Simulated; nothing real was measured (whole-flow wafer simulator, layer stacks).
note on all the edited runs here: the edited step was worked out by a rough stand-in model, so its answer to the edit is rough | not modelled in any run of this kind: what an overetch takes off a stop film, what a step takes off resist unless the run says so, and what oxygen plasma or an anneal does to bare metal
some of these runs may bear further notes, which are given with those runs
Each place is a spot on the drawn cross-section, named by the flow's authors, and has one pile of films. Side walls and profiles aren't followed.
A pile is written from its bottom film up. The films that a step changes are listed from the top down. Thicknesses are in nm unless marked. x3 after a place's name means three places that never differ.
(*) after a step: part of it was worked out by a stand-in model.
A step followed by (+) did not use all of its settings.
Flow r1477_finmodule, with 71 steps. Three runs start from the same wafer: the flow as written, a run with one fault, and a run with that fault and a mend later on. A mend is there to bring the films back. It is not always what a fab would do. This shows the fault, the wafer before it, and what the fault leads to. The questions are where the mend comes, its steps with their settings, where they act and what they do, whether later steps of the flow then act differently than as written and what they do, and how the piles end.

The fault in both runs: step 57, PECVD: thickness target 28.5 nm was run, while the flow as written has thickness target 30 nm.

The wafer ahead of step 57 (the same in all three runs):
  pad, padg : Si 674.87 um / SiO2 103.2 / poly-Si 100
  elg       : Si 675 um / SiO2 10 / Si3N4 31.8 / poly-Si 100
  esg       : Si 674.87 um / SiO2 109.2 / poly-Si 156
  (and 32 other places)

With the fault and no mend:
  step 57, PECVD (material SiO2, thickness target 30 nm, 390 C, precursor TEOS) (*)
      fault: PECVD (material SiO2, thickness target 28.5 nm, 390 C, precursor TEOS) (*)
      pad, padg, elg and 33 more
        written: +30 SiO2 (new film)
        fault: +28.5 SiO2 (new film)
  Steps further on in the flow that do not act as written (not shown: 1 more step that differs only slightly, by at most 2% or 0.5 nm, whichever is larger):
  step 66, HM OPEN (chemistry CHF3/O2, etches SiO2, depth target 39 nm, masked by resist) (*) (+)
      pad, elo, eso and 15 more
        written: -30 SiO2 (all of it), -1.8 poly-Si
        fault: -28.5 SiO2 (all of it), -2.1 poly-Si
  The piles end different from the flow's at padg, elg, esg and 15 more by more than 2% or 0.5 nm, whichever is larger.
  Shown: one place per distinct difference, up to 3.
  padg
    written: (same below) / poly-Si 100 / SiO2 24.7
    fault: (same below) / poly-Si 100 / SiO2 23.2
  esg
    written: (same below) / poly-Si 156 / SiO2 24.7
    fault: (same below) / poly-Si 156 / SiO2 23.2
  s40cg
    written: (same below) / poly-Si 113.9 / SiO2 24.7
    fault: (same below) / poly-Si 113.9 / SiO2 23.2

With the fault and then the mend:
  The mend follows step 58.
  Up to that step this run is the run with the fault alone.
  step 58a, PECVD (material SiO2, thickness target 1.5 nm, 390 C, precursor TEOS) (*) (the flow's step 57 again, with other settings)
      pad, padg, elg and 33 more
        +1.5 SiO2
  Later steps of the flow that are run all act as written at every place that is followed, up to a difference of at most 2% or 0.5 nm, whichever is larger.
  At every place that both follow, the piles at the end match the flow's.
